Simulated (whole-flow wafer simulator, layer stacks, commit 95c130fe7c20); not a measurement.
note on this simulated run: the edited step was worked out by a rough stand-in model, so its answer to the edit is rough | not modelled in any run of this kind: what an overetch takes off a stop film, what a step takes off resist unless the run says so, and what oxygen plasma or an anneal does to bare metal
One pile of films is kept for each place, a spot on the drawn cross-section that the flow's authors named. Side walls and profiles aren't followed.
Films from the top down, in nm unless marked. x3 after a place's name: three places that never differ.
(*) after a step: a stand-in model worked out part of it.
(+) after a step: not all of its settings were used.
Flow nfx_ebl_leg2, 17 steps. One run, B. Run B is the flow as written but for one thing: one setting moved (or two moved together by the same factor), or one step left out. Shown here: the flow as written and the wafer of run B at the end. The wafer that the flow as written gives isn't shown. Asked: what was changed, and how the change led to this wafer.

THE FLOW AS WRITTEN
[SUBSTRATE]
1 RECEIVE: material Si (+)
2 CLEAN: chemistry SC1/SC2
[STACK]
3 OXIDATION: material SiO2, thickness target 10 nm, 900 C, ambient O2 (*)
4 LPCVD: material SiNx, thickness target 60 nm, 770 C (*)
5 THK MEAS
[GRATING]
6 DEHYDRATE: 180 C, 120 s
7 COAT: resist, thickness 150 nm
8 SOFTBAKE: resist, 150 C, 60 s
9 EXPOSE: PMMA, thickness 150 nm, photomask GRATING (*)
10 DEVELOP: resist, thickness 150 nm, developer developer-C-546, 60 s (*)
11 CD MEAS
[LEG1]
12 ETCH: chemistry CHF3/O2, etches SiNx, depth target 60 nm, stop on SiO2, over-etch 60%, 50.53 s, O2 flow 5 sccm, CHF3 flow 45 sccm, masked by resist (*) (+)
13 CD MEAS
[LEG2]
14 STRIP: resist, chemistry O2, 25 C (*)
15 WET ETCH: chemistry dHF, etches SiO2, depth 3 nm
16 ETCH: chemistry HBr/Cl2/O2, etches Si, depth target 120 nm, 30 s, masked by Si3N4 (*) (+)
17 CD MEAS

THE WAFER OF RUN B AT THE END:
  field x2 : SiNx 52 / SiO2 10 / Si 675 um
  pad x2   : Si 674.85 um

The cause: step 16, ETCH: depth target 141 nm was run, where the flow has depth target 120 nm; step 16, ETCH: 35.2 s was run, where the flow has 30 s.

How the change led to this, step by step:
  16 ETCH: chemistry HBr/Cl2/O2, etches Si, depth target 120 nm, 30 s, masked by Si3N4 (*) (+)
      field x2: SiNx -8 (as written it would be: SiNx -6.82)
      pad x2: Si -141 (as written it would be: Si -120)
